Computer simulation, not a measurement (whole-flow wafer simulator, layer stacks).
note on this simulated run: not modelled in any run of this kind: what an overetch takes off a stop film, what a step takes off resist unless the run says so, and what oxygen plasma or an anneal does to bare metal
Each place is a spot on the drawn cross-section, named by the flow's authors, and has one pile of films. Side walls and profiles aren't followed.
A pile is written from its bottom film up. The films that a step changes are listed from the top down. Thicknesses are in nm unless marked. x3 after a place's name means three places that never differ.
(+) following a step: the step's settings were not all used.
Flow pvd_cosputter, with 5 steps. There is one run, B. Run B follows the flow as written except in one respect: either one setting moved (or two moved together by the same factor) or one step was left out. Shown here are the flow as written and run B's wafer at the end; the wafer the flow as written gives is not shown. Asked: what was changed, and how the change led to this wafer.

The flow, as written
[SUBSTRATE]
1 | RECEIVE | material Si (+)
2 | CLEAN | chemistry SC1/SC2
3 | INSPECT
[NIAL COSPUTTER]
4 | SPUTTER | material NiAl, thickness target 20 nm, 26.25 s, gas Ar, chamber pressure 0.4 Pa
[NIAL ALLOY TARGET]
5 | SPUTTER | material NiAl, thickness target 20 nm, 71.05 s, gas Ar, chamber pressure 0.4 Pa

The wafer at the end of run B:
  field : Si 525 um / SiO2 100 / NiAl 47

The reason: step 4, SPUTTER: thickness target 27 nm was run, whereas the flow has thickness target 20 nm; step 4, SPUTTER: 35.44 s was run, where the flow has 26.25 s.

The path from the change to this, step by step:
  4 | SPUTTER | material NiAl, thickness target 20 nm, 26.25 s, gas Ar, chamber pressure 0.4 Pa
      field: NiAl gains 27 (new film) (in the flow as written it would be: NiAl gains 20 (new film))
